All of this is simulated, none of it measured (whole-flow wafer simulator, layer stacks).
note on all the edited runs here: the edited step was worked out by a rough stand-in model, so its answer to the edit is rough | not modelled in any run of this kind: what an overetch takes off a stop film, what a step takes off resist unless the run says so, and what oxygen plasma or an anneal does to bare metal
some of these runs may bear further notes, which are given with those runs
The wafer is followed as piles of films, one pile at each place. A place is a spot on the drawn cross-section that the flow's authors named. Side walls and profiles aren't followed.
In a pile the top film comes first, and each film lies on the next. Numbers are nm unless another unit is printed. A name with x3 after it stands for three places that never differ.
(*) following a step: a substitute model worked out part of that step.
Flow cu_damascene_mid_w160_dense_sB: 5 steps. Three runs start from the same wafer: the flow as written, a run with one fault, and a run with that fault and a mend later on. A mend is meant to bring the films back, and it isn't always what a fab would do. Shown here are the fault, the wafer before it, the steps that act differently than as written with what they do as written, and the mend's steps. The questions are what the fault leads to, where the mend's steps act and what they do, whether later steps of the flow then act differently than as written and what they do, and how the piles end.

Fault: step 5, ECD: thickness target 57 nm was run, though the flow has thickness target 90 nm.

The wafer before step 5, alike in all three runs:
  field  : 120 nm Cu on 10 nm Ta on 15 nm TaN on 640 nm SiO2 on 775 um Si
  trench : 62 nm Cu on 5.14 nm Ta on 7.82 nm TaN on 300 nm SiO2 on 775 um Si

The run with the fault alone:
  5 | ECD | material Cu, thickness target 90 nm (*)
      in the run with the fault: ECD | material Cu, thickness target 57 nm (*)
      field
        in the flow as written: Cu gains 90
        in the run with the fault: Cu gains 57
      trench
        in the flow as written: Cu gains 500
        in the run with the fault: Cu gains 467
  None of the later steps of the flow acts differently than as written at any place that is followed.
  At field, trench, the piles at the end differ from the flow's by more than 2% or 0.5 nm, whichever is larger.
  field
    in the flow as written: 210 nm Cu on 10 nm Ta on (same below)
    in the run with the fault: 177 nm Cu on 10 nm Ta on (same below)
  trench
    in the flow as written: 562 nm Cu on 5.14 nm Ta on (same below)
    in the run with the fault: 529 nm Cu on 5.14 nm Ta on (same below)

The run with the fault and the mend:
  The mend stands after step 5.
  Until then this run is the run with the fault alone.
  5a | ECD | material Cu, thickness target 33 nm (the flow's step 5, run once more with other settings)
      field, trench
        Cu gains 33
  None of the later steps of the flow acts differently than as written at any place that is followed.
  The piles end the same as the flow's at every place that both follow.
